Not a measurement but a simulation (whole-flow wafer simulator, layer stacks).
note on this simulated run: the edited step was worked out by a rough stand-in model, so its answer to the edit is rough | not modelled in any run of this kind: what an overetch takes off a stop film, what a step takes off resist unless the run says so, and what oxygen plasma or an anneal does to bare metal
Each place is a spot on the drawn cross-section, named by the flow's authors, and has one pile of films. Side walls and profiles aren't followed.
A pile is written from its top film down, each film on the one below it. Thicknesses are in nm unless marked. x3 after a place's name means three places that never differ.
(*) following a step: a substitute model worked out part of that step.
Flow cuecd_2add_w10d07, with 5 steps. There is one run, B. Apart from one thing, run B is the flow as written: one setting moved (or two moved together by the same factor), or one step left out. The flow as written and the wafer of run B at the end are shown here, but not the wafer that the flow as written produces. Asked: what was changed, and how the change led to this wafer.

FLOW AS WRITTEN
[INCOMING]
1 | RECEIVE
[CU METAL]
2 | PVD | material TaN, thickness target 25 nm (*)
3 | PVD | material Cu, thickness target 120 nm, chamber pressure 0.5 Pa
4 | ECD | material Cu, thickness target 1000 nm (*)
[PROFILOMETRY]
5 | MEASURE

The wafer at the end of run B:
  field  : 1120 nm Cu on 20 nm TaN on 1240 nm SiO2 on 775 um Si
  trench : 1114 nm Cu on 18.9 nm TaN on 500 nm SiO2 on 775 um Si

The reason: step 2, PVD: thickness target 20 nm was run, though the flow has thickness target 25 nm.
The wafer lets one read it off: field has TaN 20, and step 2 as written asks for 25 nm.

The path from the change to this, step by step:
  2 | PVD | material TaN, thickness target 25 nm (*)
      field: TaN gains 20 (new film) (in the flow as written it would be: TaN gains 25 (new film))
      trench: TaN gains 18.9 (new film) (in the flow as written it would be: TaN gains 23.7 (new film))
